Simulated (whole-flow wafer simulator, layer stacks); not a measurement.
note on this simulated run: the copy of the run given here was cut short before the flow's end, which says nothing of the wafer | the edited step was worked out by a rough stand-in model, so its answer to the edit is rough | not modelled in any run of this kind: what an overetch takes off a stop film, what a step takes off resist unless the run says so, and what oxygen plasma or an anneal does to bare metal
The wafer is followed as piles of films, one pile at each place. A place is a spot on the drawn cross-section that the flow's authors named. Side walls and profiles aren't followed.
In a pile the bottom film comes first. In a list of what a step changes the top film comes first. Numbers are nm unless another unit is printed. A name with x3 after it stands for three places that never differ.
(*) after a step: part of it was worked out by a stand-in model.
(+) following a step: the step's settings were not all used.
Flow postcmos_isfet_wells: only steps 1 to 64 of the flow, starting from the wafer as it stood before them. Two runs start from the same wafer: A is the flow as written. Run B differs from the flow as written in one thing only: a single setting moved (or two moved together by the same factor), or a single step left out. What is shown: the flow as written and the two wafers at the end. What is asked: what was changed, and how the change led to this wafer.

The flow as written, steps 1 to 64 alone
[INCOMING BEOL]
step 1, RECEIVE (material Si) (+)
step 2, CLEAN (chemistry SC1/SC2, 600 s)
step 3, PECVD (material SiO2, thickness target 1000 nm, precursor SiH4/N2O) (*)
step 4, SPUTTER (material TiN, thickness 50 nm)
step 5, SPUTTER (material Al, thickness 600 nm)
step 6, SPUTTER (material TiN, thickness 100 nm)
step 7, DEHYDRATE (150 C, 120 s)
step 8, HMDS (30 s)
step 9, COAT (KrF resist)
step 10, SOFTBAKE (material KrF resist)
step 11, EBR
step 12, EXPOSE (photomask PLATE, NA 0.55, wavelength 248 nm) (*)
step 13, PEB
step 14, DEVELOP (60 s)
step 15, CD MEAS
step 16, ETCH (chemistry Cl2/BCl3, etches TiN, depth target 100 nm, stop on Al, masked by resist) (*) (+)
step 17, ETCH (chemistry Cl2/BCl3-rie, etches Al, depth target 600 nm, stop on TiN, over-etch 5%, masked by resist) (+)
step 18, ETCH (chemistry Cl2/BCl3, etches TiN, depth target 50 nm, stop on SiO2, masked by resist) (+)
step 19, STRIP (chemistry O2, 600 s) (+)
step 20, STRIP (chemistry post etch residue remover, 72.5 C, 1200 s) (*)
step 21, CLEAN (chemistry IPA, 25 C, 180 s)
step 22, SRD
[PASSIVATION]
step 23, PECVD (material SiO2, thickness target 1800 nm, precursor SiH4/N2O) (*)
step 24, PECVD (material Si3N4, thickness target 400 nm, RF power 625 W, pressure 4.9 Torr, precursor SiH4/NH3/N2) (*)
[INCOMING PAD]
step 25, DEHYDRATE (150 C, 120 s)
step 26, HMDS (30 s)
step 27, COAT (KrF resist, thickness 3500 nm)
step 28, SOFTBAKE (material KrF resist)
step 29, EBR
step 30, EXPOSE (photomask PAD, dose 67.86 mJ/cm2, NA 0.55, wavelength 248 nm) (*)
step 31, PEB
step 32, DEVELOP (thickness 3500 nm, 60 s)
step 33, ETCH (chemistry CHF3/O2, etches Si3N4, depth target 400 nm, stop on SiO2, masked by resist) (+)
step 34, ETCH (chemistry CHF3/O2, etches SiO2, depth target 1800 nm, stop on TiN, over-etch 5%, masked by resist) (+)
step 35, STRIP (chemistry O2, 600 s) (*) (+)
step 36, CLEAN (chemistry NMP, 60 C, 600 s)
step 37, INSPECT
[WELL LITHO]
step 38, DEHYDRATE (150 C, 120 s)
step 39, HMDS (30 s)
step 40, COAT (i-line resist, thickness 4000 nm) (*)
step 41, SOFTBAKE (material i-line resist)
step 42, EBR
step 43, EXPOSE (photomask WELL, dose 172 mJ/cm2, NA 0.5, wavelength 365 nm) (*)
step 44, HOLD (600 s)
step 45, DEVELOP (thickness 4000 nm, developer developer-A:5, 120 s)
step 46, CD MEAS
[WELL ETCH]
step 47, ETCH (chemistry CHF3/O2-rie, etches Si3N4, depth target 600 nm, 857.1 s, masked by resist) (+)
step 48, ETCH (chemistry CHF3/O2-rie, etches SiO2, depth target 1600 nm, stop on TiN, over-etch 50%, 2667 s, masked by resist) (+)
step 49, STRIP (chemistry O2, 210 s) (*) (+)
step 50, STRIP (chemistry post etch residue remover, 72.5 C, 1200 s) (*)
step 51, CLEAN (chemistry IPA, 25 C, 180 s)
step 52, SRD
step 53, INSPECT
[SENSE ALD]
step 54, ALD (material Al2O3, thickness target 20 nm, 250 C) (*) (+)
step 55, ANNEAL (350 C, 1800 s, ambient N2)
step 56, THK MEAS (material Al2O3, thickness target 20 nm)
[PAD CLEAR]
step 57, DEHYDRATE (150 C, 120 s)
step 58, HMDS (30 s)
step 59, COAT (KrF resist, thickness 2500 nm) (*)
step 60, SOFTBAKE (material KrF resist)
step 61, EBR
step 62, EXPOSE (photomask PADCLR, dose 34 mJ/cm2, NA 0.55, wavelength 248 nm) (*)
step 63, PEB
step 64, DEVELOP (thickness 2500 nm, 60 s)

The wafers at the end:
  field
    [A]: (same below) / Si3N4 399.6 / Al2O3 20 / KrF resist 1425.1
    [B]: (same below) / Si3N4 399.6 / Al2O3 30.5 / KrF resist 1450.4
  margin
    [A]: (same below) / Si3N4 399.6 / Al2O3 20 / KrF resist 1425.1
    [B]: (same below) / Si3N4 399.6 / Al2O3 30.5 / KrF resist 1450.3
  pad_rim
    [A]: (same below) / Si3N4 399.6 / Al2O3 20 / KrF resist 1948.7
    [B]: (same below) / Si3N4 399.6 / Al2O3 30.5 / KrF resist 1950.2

Cause: step 54, ALD: thickness target 30.5 nm was run, while the flow as written has thickness target 20 nm.
The wafer itself shows it: field has Al2O3 30.5, and step 54 as written asks for 20 nm.

How this came from the change, step by step:
  step 54, ALD (material Al2O3, thickness target 20 nm, 250 C) (*) (+)
      field, margin, well900, well1300 x3, pad_rim, pad_clr, pad_open: A +20 Al2O3 (new film) | B +30.5 Al2O3 (new film)
